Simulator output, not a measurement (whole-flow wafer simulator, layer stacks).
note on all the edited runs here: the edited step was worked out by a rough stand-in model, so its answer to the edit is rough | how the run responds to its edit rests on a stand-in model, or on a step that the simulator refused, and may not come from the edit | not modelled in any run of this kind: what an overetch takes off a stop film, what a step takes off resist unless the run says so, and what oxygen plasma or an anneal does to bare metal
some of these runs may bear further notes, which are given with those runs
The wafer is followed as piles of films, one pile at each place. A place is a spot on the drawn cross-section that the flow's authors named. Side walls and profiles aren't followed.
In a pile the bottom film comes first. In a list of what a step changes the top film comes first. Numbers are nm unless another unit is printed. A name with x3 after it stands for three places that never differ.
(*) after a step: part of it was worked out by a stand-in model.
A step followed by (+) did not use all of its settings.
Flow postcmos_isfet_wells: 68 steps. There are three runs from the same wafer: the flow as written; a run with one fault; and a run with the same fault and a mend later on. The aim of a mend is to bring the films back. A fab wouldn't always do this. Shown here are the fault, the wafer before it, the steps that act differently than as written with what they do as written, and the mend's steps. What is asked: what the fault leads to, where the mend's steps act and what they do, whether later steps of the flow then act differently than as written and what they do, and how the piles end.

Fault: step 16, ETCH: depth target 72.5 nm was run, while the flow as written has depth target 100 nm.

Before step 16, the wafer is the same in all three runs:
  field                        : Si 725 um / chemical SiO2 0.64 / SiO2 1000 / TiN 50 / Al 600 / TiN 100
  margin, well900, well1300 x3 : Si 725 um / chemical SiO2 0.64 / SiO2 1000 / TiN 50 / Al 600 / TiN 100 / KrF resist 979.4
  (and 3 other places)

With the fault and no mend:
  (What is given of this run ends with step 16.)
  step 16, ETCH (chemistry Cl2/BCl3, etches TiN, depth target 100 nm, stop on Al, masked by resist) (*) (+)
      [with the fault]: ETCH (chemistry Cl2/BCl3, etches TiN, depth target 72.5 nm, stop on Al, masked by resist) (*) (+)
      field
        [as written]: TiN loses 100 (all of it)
        [with the fault]: TiN loses 72.5
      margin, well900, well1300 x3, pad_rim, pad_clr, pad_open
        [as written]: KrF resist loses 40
        [with the fault]: KrF resist loses 29
  The piles after step 16 differ from the flow's at field by more than 2% or 0.5 nm, whichever is larger.
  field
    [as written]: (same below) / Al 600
    [with the fault]: (same below) / Al 600 / TiN 27.5

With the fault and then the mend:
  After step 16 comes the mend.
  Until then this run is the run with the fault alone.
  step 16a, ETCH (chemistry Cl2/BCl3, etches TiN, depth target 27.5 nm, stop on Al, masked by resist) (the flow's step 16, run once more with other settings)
      margin, well900, well1300 x3, pad_rim, pad_clr, pad_open
        KrF resist loses 11
      field
        TiN loses 27.5 (all of it)
  Every later step of the flow that is run acts as written at every place that is followed.
  The piles end the same as the flow's at every place that both follow.
